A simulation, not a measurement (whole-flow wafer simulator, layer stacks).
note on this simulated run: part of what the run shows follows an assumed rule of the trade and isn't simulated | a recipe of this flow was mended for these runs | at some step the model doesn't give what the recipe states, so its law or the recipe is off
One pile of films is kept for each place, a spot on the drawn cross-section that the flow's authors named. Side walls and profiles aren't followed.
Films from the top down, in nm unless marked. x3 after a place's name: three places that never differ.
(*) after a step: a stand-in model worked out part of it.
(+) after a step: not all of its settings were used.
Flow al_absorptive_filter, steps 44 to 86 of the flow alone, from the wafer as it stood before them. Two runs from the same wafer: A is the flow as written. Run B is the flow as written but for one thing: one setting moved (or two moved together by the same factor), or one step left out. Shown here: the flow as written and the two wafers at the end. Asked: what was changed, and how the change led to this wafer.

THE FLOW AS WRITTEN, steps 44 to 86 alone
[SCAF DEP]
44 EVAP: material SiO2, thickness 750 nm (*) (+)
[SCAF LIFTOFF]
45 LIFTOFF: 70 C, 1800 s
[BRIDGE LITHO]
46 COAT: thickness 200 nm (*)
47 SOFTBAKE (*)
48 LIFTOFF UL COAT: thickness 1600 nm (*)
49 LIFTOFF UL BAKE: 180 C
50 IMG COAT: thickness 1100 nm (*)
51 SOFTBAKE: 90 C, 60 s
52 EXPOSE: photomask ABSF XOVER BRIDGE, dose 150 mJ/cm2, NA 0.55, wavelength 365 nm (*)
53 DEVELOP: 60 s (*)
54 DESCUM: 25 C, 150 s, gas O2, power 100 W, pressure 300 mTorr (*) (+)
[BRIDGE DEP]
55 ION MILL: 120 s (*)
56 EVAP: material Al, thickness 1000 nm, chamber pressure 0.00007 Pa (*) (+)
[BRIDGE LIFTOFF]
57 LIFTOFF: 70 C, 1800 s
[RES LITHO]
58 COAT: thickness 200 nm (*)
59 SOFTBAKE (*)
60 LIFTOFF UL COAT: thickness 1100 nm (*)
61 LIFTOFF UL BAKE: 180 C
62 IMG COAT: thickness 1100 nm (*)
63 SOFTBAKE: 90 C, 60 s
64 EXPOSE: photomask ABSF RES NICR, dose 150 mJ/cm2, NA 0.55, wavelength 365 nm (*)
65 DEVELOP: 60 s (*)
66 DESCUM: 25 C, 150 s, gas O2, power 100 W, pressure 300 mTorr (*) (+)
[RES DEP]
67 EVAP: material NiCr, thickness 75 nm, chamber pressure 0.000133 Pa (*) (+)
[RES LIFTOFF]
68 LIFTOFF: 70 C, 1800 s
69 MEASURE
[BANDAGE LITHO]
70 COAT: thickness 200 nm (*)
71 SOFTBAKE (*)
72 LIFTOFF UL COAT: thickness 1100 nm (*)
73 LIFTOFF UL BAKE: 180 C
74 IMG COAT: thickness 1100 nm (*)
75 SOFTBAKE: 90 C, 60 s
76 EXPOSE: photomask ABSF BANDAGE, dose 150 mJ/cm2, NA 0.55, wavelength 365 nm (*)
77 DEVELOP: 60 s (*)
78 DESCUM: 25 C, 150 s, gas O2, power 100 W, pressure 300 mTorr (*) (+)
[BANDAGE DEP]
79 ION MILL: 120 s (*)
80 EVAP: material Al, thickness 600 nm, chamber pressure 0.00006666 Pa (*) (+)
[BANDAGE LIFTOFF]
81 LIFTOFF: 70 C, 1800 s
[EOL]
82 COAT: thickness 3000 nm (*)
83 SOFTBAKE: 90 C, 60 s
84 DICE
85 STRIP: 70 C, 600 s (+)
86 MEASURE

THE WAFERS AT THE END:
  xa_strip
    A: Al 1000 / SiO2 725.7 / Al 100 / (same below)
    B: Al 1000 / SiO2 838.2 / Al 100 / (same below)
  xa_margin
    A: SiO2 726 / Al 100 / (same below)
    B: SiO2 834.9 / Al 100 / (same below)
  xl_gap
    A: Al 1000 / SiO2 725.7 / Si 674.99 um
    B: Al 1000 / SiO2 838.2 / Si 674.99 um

The cause: step 44, EVAP: thickness 862.5 nm was run, where the flow has thickness 750 nm.

How the change led to this, step by step:
  44 EVAP: material SiO2, thickness 750 nm (*) (+)
      gnd, pad_far, pad_near and 10 more: A SiO2 +750 (new film) | B SiO2 +862.5 (new film)
      xa_margin: A SiO2 +726 (new film) | B SiO2 +834.9 (new film)
  45 LIFTOFF: 70 C, 1800 s
      gnd, xa_field, xl_land, idc_field: A SiO2 -750 (all of it), i-line-resist -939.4 (all of it), lift-off-underlayer -1100 (all of it), acrylic-e-beam-resist -200 (all of it) | B SiO2 -862.5 (all of it), i-line-resist -939.4 (all of it), lift-off-underlayer -1100 (all of it), acrylic-e-beam-resist -200 (all of it)
      pad_far: A SiO2 -750 (all of it), i-line-resist -937 (all of it), lift-off-underlayer -1092.7 (all of it), acrylic-e-beam-resist -198.5 (all of it) | B SiO2 -862.5 (all of it), i-line-resist -937 (all of it), lift-off-underlayer -1092.7 (all of it), acrylic-e-beam-resist -198.5 (all of it)
      (and at 5 more places)
  46 COAT: thickness 200 nm (*)
      xa_margin: A acrylic-e-beam-resist +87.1 (new film) | B acrylic-e-beam-resist +83.8 (new film)
      xa_strip: A acrylic-e-beam-resist +156.7 (new film) | B acrylic-e-beam-resist +147.4 (new film)
      (and at 2 more places)
  48 LIFTOFF UL COAT: thickness 1600 nm (*)
      xa_margin: A lift-off-underlayer +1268 (new film) | B lift-off-underlayer +1213.3 (new film)
      xa_strip: A lift-off-underlayer +1219 (new film) | B lift-off-underlayer +1174.5 (new film)
      (and at 2 more places)
  50 IMG COAT: thickness 1100 nm (*)
      xa_margin: A i-line-resist +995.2 (new film) | B i-line-resist +974.8 (new film)
      xa_strip: A i-line-resist +962 (new film) | B i-line-resist +936.1 (new film)
      (and at 1 more place)
  53 DEVELOP: 60 s (*)
      xa_strip: A i-line-resist -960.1 (all of it), lift-off-underlayer -1219 (all of it) | B i-line-resist -933.9 (all of it), lift-off-underlayer -1174.5 (all of it)
      xl_gap: A i-line-resist -1001.2 (all of it), lift-off-underlayer -1316.9 (all of it) | B i-line-resist -981 (all of it), lift-off-underlayer -1261.6 (all of it)
      (and at 1 more place)
  54 DESCUM: 25 C, 150 s, gas O2, power 100 W, pressure 300 mTorr (*) (+)
      xa_strip: A acrylic-e-beam-resist -156.7 (all of it) | B acrylic-e-beam-resist -147.4 (all of it)
      xl_gap: A acrylic-e-beam-resist -97.9 (all of it) | B acrylic-e-beam-resist -90.8 (all of it)
      (and at 1 more place)
  57 LIFTOFF: 70 C, 1800 s
      xa_margin: A Al -1000 (all of it), i-line-resist -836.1 (all of it), lift-off-underlayer -1268 (all of it), acrylic-e-beam-resist -87.1 (all of it) | B Al -1000 (all of it), i-line-resist -814.1 (all of it), lift-off-underlayer -1213.3 (all of it), acrylic-e-beam-resist -83.8 (all of it)
  58 COAT: thickness 200 nm (*)
      xa_margin: A acrylic-e-beam-resist +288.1 (new film) | B acrylic-e-beam-resist +271.1 (new film)
      xa_strip: A acrylic-e-beam-resist +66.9 (new film) | B acrylic-e-beam-resist +61.8 (new film)
      (and at 2 more places)
  60 LIFTOFF UL COAT: thickness 1100 nm (*)
      xa_margin: A lift-off-underlayer +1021 (new film) | B lift-off-underlayer +998.1 (new film)
      xa_strip: A lift-off-underlayer +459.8 (new film) | B lift-off-underlayer +437.7 (new film)
      (and at 2 more places)
  62 IMG COAT: thickness 1100 nm (*)
      xa_margin: A i-line-resist +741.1 (new film) | B i-line-resist +709.9 (new film)
      xa_strip: A i-line-resist +577.9 (new film) | B i-line-resist +536.4 (new film)
      (and at 2 more places)
  68 LIFTOFF: 70 C, 1800 s
      xa_margin: A NiCr -75 (all of it), i-line-resist -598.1 (all of it), lift-off-underlayer -1021 (all of it), acrylic-e-beam-resist -288.1 (all of it) | B NiCr -75 (all of it), i-line-resist -566.7 (all of it), lift-off-underlayer -998.1 (all of it), acrylic-e-beam-resist -271.1 (all of it)
      xa_strip: A NiCr -75 (all of it), i-line-resist -433.3 (all of it), lift-off-underlayer -459.8 (all of it), acrylic-e-beam-resist -66.9 (all of it) | B NiCr -75 (all of it), i-line-resist -392 (all of it), lift-off-underlayer -437.7 (all of it), acrylic-e-beam-resist -61.8 (all of it)
      (and at 2 more places)
  70 COAT: thickness 200 nm (*)
      xa_margin: A acrylic-e-beam-resist +288.1 (new film) | B acrylic-e-beam-resist +271.1 (new film)
      xa_strip: A acrylic-e-beam-resist +66.9 (new film) | B acrylic-e-beam-resist +61.8 (new film)
      (and at 2 more places)
  72 LIFTOFF UL COAT: thickness 1100 nm (*)
      xa_margin: A lift-off-underlayer +1021 (new film) | B lift-off-underlayer +998.1 (new film)
      xa_strip: A lift-off-underlayer +459.8 (new film) | B lift-off-underlayer +437.7 (new film)
      (and at 2 more places)
  74 IMG COAT: thickness 1100 nm (*)
      xa_margin: A i-line-resist +741.1 (new film) | B i-line-resist +709.9 (new film)
      xa_strip: A i-line-resist +577.9 (new film) | B i-line-resist +536.4 (new film)
      (and at 2 more places)
  81 LIFTOFF: 70 C, 1800 s
      xa_margin: A Al -600 (all of it), i-line-resist -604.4 (all of it), lift-off-underlayer -1021 (all of it), acrylic-e-beam-resist -288.1 (all of it) | B Al -600 (all of it), i-line-resist -573 (all of it), lift-off-underlayer -998.1 (all of it), acrylic-e-beam-resist -271.1 (all of it)
      xa_strip: A Al -600 (all of it), i-line-resist -439.6 (all of it), lift-off-underlayer -459.8 (all of it), acrylic-e-beam-resist -66.9 (all of it) | B Al -600 (all of it), i-line-resist -398.3 (all of it), lift-off-underlayer -437.7 (all of it), acrylic-e-beam-resist -61.8 (all of it)
      (and at 2 more places)
  ... 2 more steps ...
  85 STRIP: 70 C, 600 s (+)
      xa_margin: A i-line-resist -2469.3 (all of it) | B i-line-resist -2381.3 (all of it)
      xa_strip: A i-line-resist -1477 (all of it) | B i-line-resist -1387 (all of it)
      (and at 2 more places)
